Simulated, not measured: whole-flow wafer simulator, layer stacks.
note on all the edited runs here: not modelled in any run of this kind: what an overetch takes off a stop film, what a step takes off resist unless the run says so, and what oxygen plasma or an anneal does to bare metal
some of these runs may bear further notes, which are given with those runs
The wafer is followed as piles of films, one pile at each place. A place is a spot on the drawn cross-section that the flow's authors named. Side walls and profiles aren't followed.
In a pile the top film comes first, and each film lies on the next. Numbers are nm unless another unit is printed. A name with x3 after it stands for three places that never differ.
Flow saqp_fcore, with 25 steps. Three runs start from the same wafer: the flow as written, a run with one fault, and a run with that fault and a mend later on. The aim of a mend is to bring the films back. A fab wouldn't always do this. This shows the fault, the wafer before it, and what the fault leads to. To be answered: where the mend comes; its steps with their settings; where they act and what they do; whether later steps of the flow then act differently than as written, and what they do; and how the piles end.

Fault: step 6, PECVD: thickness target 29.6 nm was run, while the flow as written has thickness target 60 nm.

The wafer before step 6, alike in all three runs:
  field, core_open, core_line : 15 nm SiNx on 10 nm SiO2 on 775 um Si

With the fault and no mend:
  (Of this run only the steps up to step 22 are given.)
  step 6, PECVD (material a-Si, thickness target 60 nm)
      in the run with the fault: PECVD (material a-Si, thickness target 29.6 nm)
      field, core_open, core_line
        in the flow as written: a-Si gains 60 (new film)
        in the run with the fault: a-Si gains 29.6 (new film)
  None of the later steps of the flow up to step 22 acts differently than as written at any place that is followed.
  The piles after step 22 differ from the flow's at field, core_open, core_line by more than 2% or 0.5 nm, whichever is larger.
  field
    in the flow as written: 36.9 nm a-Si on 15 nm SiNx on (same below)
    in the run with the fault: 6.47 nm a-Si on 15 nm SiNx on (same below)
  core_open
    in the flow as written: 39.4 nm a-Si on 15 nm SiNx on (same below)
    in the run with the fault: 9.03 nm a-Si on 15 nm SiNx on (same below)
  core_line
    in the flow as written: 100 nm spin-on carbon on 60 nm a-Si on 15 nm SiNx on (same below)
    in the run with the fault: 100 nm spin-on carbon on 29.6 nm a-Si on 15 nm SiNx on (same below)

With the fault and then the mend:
  After step 7 comes the mend.
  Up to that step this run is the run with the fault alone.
  step 7a, ETCH (chemistry tmah, depth target 34.04 nm)
      field, core_open, core_line
        a-Si loses 29.6 (all of it)
  step 7b, PECVD (material a-Si, thickness target 60 nm) (the flow's step 6, run once more)
      field, core_open, core_line
        a-Si gains 60 (new film)
  None of the later steps of the flow acts differently than as written at any place that is followed.
  At every place that both follow, the piles at the end match the flow's.
